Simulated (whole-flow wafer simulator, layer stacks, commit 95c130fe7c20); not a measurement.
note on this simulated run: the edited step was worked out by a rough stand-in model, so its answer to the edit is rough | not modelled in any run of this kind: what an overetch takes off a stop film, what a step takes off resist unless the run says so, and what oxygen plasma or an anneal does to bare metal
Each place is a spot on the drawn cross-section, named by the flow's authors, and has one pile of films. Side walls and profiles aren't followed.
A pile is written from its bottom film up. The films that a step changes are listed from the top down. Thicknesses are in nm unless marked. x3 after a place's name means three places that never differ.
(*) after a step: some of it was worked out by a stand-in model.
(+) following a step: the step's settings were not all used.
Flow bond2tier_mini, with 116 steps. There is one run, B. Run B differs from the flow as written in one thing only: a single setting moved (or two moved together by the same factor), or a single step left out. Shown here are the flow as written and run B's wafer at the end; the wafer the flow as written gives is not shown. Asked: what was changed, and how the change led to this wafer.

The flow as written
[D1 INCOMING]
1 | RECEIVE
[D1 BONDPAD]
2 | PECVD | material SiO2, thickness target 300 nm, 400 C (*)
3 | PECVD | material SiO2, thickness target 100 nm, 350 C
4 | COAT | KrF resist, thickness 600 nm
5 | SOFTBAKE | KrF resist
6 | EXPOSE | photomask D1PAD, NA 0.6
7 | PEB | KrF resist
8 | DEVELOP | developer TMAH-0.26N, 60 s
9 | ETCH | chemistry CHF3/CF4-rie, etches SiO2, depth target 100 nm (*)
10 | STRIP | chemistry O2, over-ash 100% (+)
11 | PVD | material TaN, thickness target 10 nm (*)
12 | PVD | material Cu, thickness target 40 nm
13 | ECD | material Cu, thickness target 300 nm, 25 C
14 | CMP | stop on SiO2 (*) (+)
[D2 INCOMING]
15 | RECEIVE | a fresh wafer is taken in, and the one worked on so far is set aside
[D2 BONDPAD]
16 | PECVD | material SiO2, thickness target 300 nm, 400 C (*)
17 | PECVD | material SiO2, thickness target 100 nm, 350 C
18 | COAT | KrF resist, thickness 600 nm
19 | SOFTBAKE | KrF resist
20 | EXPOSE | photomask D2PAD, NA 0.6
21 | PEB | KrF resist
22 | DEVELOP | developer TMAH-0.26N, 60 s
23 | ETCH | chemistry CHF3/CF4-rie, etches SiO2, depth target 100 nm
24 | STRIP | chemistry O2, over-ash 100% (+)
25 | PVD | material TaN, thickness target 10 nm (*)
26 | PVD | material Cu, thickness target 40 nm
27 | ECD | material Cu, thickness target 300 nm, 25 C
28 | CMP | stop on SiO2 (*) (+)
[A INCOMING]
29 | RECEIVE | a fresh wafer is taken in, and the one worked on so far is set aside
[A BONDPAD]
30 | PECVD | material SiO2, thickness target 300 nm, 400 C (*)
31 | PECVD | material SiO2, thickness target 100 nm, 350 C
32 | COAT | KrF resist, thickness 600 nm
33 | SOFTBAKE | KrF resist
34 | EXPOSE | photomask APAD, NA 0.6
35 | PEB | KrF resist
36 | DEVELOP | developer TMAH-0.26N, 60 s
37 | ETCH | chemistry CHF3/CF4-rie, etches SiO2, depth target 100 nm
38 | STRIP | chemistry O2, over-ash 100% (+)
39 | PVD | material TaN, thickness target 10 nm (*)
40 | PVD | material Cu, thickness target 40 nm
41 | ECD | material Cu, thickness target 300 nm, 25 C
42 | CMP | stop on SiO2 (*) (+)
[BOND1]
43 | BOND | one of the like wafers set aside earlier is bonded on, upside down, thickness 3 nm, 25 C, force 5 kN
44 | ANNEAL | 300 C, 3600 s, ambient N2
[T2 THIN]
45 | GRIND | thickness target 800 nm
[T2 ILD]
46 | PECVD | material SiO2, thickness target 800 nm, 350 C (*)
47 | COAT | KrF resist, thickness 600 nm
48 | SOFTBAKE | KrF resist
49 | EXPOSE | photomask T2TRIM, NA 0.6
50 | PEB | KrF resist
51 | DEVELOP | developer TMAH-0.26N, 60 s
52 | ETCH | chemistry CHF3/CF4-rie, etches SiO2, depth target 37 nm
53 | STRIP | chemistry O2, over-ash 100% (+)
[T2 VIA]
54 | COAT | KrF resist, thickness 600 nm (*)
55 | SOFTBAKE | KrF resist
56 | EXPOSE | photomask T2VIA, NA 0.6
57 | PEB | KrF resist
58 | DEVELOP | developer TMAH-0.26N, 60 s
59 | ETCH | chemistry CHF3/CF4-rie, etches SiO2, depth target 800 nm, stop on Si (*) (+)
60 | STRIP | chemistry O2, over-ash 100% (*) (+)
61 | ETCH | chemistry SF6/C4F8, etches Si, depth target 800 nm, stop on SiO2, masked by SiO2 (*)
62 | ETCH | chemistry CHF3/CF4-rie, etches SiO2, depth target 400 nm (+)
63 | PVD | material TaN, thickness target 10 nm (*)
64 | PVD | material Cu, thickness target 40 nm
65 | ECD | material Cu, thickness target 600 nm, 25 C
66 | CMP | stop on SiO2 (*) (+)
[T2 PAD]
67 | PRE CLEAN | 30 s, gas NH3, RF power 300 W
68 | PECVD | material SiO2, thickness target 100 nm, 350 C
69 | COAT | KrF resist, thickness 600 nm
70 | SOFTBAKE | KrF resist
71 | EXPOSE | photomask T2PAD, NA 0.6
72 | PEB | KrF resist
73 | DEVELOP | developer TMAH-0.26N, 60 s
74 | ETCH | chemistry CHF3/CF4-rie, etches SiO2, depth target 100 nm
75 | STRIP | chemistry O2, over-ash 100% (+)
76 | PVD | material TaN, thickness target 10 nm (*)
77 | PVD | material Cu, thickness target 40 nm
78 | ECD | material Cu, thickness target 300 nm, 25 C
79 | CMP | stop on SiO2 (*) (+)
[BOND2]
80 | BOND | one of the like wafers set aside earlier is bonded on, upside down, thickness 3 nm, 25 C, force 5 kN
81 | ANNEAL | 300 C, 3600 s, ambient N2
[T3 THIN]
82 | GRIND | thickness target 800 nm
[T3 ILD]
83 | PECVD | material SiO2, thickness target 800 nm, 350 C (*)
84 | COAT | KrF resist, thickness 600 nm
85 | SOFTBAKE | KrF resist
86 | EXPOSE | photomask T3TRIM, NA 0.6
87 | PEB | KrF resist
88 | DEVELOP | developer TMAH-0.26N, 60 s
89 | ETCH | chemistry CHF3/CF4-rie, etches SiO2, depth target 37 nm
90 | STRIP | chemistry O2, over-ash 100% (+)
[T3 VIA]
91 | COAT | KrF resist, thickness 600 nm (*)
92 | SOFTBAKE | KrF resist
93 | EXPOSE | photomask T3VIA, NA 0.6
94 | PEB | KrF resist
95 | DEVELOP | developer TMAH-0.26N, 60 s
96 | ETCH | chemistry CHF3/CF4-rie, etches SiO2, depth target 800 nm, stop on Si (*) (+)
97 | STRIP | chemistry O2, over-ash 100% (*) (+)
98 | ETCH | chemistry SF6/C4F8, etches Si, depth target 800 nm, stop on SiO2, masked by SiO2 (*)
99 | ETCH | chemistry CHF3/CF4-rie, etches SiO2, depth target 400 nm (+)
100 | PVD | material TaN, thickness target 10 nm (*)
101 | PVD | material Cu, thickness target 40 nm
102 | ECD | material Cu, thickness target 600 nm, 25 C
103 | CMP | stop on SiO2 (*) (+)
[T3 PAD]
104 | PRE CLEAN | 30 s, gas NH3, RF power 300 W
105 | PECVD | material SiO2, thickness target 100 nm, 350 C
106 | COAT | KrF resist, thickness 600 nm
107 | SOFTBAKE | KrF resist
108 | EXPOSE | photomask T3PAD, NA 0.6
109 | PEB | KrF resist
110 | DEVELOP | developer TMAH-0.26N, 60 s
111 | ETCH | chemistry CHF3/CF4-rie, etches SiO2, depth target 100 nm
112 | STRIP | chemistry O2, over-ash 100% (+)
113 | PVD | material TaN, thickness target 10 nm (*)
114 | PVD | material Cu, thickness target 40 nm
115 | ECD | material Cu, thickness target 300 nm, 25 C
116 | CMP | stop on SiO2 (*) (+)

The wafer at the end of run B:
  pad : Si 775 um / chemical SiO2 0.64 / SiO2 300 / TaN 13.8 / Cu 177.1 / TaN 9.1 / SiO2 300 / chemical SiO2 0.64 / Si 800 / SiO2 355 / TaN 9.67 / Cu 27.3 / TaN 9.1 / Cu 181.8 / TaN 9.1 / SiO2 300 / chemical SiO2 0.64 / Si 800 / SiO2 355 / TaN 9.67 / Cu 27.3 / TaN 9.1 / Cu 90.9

Cause: step 39, PVD: thickness target 15.2 nm was run, whereas the flow has thickness target 10 nm.

How this came from the change, step by step:
  39 | PVD | material TaN, thickness target 10 nm (*)
      field: TaN gains 15.2 (new film) (in the flow as written it would be: TaN gains 10 (new film))
      pad: TaN gains 13.8 (new film) (in the flow as written it would be: TaN gains 9.1 (new film))
      (also at 1 further place)
  42 | CMP | stop on SiO2 (*) (+)
      field: Cu loses 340 (all of it), TaN loses 15.2 (all of it) (in the flow as written it would be: Cu loses 340 (all of it), TaN loses 10 (all of it))
